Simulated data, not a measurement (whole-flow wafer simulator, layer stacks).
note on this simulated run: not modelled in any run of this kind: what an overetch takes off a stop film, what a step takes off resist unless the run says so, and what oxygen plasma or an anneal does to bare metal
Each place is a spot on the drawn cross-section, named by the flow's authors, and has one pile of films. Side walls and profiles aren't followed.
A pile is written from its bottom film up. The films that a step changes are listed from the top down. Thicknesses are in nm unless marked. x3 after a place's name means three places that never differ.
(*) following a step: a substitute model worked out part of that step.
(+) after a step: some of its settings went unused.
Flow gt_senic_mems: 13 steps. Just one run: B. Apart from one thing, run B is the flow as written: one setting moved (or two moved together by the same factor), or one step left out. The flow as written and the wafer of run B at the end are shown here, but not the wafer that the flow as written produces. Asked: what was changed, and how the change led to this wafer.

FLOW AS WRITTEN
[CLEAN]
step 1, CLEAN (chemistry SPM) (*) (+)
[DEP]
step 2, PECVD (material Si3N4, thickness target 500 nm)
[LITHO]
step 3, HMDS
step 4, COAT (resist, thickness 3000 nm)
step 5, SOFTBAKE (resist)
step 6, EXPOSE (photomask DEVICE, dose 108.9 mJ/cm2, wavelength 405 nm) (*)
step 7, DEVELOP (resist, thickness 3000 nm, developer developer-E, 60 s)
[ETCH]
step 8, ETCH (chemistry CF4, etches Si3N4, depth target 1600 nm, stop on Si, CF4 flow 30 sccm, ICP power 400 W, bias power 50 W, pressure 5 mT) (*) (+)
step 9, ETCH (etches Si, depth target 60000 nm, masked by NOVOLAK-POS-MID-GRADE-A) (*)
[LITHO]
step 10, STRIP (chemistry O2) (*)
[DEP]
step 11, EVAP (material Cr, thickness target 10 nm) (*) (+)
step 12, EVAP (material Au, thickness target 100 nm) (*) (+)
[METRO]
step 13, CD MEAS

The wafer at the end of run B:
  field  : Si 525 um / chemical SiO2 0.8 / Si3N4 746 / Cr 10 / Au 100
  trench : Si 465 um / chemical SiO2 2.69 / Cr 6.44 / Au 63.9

The reason: step 2, PECVD: thickness target 746 nm was run, while the flow as written has thickness target 500 nm.
The wafer itself shows it: field has Si3N4 746, and step 2 as written asks for 500 nm.

The path from the change to this, step by step:
  step 2, PECVD (material Si3N4, thickness target 500 nm)
      field, trench: +746 Si3N4 (new film) (as written it would have been: +500 Si3N4 (new film))
  step 8, ETCH (chemistry CF4, etches Si3N4, depth target 1600 nm, stop on Si, CF4 flow 30 sccm, ICP power 400 W, bias power 50 W, pressure 5 mT) (*) (+)
      field: -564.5 resist (as written it would have been: -400.5 resist)
      trench: -746 Si3N4 (all of it), -0.8 chemical SiO2 (all of it) (as written it would have been: -500 Si3N4 (all of it), -0.8 chemical SiO2 (all of it))
  step 10, STRIP (chemistry O2) (*)
      field: -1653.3 resist (all of it) (as written it would have been: -1817.3 resist (all of it))
